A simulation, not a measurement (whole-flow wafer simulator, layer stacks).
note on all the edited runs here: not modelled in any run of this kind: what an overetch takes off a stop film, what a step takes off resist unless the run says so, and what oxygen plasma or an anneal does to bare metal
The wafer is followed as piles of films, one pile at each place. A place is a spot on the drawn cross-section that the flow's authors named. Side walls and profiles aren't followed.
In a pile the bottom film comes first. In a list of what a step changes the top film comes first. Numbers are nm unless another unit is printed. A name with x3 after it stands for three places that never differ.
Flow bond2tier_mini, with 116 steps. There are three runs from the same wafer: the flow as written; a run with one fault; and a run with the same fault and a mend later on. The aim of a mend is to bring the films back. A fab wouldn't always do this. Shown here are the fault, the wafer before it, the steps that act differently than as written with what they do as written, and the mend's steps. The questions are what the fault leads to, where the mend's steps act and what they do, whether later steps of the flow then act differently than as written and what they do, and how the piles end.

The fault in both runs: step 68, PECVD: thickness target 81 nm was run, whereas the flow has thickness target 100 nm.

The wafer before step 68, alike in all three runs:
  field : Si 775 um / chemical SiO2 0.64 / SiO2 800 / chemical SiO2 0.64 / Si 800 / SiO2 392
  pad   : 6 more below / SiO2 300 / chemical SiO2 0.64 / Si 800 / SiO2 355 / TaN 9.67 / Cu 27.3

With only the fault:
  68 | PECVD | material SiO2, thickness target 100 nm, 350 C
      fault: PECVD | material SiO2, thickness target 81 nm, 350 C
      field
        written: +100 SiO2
        fault: +81 SiO2
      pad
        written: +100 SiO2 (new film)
        fault: +81 SiO2 (new film)
  Later steps of the flow acting differently than as written (2 other steps are not shown; they differ only slightly, by no more than 2% or 0.5 nm, whichever is larger):
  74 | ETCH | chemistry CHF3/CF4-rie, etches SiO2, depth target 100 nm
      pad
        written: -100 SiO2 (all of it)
        fault: -81 SiO2 (all of it), -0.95 Cu
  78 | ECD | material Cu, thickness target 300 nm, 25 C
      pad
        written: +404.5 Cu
        fault: +385.6 Cu
  By the end, the piles at field, pad depart from the flow's by more than 2% or 0.5 nm, whichever is larger.
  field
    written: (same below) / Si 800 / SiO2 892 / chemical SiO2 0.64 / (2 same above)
    fault: (same below) / Si 800 / SiO2 873 / chemical SiO2 0.64 / (2 same above)
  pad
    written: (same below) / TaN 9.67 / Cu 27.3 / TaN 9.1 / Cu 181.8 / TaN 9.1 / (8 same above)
    fault: (same below) / TaN 9.67 / Cu 26.4 / TaN 9.31 / Cu 163.5 / TaN 9.1 / (8 same above)

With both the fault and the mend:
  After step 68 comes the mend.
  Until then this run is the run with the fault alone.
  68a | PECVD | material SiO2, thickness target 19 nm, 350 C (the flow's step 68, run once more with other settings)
      field, pad
        +19 SiO2
  Every later step of the flow that is run acts as written at every place that is followed.
  At every place that both follow, the piles at the end match the flow's.
